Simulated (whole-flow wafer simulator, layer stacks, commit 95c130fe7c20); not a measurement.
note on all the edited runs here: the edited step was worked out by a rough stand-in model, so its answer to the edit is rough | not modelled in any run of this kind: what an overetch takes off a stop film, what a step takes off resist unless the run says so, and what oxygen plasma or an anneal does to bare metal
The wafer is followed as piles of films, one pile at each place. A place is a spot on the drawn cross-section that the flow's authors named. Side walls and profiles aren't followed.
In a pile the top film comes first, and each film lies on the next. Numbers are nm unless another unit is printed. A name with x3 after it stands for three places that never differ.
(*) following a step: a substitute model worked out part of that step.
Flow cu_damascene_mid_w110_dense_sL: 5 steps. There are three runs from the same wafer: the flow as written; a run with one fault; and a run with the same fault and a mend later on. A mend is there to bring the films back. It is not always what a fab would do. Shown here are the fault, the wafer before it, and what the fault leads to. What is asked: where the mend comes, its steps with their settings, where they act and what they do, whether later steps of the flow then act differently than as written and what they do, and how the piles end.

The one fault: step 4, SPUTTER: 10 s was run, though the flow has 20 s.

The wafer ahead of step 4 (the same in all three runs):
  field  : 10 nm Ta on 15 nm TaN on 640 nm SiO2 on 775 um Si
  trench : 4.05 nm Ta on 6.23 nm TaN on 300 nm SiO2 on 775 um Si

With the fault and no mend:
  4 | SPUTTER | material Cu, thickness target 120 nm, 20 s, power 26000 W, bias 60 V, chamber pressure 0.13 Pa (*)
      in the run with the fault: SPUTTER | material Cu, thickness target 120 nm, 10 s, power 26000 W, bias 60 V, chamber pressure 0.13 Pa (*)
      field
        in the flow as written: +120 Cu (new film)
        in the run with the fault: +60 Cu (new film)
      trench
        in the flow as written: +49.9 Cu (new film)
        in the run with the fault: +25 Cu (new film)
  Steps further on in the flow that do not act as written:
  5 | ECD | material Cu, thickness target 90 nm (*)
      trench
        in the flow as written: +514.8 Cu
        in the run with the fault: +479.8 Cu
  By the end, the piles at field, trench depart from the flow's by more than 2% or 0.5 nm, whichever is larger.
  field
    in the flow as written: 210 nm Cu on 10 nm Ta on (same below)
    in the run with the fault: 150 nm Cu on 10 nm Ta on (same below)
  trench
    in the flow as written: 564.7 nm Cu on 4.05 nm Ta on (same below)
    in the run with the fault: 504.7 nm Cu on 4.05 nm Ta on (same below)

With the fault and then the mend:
  The mend follows step 4.
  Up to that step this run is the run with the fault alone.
  4a | SPUTTER | material Cu, thickness target 120 nm, 10 s, power 26000 W, bias 60 V, chamber pressure 0.13 Pa (*) (the flow's step 4 again, with other settings)
      field
        +60 Cu
      trench
        +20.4 Cu
  None of the later steps of the flow differs from how it acts as written, at any place that is followed, by more than 2% or 0.5 nm, whichever is larger.
  By the end, the piles equal the flow's at every place that both follow.
